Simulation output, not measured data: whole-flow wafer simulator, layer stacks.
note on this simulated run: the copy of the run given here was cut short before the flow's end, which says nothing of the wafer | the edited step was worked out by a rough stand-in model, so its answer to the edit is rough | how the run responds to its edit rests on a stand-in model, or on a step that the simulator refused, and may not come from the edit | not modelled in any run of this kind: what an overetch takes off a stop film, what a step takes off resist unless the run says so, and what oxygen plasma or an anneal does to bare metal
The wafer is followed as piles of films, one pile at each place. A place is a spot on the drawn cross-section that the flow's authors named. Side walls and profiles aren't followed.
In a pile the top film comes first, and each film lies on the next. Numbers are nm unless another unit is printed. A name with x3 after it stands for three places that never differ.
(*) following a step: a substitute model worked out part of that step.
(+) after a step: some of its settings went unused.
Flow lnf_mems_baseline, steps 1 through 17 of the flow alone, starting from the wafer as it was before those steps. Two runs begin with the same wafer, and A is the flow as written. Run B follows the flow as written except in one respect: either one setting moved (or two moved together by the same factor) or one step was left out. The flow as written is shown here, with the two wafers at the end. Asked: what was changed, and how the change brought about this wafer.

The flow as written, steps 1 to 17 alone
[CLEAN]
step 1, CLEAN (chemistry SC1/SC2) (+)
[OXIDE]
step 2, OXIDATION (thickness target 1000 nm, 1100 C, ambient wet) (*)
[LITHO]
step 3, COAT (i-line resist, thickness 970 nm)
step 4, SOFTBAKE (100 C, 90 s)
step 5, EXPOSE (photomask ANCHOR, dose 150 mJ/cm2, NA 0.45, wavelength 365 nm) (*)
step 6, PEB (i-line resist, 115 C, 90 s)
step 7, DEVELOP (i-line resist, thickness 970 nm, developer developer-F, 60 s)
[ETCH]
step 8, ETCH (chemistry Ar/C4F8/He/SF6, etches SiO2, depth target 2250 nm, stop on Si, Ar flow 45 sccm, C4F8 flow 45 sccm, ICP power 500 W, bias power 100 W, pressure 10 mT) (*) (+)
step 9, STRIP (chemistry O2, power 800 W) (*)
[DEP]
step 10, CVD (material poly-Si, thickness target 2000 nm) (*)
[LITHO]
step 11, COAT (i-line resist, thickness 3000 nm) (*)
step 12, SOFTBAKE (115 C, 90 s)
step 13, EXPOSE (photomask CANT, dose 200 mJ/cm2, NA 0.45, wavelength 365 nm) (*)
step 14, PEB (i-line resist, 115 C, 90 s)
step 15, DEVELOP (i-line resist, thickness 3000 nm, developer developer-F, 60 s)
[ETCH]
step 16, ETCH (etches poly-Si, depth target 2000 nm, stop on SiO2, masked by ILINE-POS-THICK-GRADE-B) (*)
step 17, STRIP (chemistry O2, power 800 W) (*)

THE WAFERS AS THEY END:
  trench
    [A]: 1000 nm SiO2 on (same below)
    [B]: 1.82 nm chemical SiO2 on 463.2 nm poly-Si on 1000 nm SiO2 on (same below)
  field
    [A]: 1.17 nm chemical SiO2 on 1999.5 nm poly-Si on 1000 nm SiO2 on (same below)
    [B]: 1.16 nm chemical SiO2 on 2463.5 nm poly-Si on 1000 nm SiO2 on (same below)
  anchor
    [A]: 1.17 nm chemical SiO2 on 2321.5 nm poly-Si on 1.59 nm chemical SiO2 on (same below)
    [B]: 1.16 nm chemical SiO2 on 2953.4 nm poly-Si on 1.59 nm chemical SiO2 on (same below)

The reason: step 10, CVD: thickness target 2464 nm was run, while the flow as written has thickness target 2000 nm.

The path from the change to this, step by step:
  step 10, CVD (material poly-Si, thickness target 2000 nm) (*)
      field, beam, trench, char_slit: A poly-Si gains 2000 (new film) | B poly-Si gains 2464 (new film)
      anchor: A poly-Si gains 2322 (new film) | B poly-Si gains 2953.9 (new film)
  step 11, COAT (i-line resist, thickness 3000 nm) (*)
      anchor: A i-line resist gains 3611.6 (new film) | B i-line resist gains 3453 (new film)
  step 12, SOFTBAKE (115 C, 90 s)
      field: A i-line resist loses 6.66 | B i-line resist loses 5.79
      anchor: A i-line resist gains 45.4 | B i-line resist gains 38.8
      (also at 2 further places)
  step 14, PEB (i-line resist, 115 C, 90 s)
      anchor: A i-line resist loses 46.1 | B i-line resist loses 43.2
  step 16, ETCH (etches poly-Si, depth target 2000 nm, stop on SiO2, masked by ILINE-POS-THICK-GRADE-B) (*)
      trench, char_slit: A poly-Si loses 2000 (all of it) | B poly-Si loses 2000
  step 17, STRIP (chemistry O2, power 800 W) (*)
      trench, char_slit: A nothing | B chemical SiO2 gains 1.82 (new film), poly-Si loses 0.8
      anchor: A chemical SiO2 gains 1.17 (new film), i-line resist loses 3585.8 (all of it), poly-Si loses 0.52 | B chemical SiO2 gains 1.16 (new film), i-line resist loses 3423.5 (all of it), poly-Si loses 0.51
